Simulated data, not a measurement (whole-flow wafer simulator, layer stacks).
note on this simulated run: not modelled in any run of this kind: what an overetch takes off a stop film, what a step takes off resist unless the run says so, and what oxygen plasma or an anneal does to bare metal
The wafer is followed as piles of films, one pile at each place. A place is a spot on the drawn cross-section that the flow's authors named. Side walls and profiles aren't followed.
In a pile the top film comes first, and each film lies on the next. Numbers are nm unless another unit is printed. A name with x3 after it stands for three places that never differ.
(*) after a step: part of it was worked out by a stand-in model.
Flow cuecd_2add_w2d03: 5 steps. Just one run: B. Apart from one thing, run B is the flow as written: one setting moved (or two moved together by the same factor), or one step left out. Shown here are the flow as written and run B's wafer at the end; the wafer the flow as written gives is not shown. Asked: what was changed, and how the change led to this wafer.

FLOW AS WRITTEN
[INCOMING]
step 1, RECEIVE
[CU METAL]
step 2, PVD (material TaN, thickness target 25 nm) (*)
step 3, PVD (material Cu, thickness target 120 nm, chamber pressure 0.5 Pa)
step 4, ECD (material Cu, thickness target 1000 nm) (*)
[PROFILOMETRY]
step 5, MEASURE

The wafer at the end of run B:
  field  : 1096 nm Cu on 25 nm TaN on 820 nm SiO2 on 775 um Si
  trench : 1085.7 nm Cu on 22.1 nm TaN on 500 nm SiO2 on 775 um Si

What caused this: step 3, PVD: thickness target 96 nm was run, whereas the flow has thickness target 120 nm.

How this came from the change, step by step:
  step 3, PVD (material Cu, thickness target 120 nm, chamber pressure 0.5 Pa)
      field: Cu gains 96 (new film) (as written it would have been: Cu gains 120 (new film))
      trench: Cu gains 85.7 (new film) (as written it would have been: Cu gains 107.2 (new film))
